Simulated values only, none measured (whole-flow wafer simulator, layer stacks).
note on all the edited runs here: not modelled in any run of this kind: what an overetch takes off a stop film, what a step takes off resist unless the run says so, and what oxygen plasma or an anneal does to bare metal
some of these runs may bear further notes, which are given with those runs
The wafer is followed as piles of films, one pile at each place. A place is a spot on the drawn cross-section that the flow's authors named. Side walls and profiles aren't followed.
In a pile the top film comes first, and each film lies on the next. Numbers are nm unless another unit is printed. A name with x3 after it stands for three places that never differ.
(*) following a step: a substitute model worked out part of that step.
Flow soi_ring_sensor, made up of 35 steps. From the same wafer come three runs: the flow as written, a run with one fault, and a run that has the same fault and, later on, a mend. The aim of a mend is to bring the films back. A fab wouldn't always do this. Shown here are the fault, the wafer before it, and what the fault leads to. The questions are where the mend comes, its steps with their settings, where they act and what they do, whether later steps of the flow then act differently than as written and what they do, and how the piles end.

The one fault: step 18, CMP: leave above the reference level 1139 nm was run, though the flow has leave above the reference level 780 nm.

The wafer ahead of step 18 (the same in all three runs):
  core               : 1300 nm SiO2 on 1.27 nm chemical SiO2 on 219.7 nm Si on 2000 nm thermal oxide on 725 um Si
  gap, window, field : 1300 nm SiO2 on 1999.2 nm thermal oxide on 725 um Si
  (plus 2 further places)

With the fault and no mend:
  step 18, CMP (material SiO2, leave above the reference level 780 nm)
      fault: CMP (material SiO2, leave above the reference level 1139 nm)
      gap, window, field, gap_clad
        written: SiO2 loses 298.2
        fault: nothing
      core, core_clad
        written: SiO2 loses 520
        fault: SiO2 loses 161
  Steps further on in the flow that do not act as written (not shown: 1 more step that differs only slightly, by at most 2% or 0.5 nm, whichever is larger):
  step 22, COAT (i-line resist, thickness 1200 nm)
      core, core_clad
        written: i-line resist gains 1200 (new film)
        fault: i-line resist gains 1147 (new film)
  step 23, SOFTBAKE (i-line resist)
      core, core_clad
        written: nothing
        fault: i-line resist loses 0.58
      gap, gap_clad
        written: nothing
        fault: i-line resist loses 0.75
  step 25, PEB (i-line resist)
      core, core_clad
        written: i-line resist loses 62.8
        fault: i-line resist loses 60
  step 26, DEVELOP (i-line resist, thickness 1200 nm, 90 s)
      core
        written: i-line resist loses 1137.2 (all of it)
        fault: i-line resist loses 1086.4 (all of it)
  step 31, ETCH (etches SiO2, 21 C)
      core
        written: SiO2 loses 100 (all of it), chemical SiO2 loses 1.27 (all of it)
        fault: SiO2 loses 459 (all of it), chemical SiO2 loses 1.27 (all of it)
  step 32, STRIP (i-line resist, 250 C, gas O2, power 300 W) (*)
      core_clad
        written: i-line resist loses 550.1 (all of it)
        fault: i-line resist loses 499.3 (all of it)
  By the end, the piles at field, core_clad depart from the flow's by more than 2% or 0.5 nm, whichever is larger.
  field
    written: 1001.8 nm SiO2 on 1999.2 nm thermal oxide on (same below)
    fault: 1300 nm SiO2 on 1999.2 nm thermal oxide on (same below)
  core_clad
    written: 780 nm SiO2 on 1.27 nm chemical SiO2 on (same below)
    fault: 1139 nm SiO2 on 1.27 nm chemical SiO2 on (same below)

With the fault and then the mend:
  The mend stands after step 27.
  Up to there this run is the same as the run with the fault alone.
  step 27a, STRIP (i-line resist, 250 C, gas O2, power 300 W) (*)
      field
        i-line resist loses 1137.8 (all of it)
      core_clad
        i-line resist loses 1086.3 (all of it)
      gap_clad
        i-line resist loses 1144.3 (all of it)
  step 27b, CMP (material SiO2, leave above the reference level 780 nm) (the flow's step 18, run once more)
      gap, window, field, gap_clad
        SiO2 loses 298.2
      core, core_clad
        SiO2 loses 359
  step 27c, HMDS (120 C, 60 s) (the flow's step 21, run once more)
      alters no film at any place that is followed
  step 27d, COAT (i-line resist, thickness 1200 nm) (the flow's step 22, run once more)
      core, gap, window, field, core_clad, gap_clad
        i-line resist gains 1200 (new film)
  step 27e, SOFTBAKE (i-line resist) (the flow's step 23, run once more)
      alters no film at any place that is followed
  step 27f, EXPOSE (photomask WINDOW, dose 101 mJ/cm2, NA 0.5, wavelength 365 nm) (*) (the flow's step 24, run once more)
      alters no film at any place that is followed
  step 27g, PEB (i-line resist) (the flow's step 25, run once more)
      core, gap, window, field, core_clad, gap_clad
        i-line resist loses 62.8
  step 27h, DEVELOP (i-line resist, thickness 1200 nm, 90 s) (the flow's step 26, run once more)
      core, gap, window
        i-line resist loses 1137.2 (all of it)
      field, core_clad, gap_clad
        i-line resist loses 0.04
  None of the later steps of the flow acts differently than as written at any place that is followed.
  The piles end the same as the flow's at every place that both follow.
